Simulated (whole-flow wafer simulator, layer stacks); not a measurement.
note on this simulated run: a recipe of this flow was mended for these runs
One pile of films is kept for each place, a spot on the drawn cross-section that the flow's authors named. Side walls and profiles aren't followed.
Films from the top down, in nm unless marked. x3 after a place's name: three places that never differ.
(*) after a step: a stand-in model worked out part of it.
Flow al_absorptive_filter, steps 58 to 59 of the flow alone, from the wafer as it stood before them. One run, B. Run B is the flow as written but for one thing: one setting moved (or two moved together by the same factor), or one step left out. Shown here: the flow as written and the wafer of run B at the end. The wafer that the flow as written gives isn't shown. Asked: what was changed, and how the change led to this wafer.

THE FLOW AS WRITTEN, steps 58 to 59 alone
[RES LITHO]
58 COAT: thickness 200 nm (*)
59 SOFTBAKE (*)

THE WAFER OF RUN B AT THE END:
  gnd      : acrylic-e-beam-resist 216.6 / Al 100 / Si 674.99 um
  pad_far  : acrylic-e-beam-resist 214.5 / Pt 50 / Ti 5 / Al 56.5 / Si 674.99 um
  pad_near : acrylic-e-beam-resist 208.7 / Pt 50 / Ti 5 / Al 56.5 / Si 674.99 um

The cause: step 58, COAT: thickness 216 nm was run, where the flow has thickness 200 nm.

How the change led to this, step by step:
  58 COAT: thickness 200 nm (*)
      xa_field, xl_land, idc_field: acrylic-e-beam-resist +216 (new film) (as written it would be: acrylic-e-beam-resist +200 (new film))
      gnd: acrylic-e-beam-resist +216.6 (new film) (as written it would be: acrylic-e-beam-resist +200.6 (new film))
      (and at 10 more places)
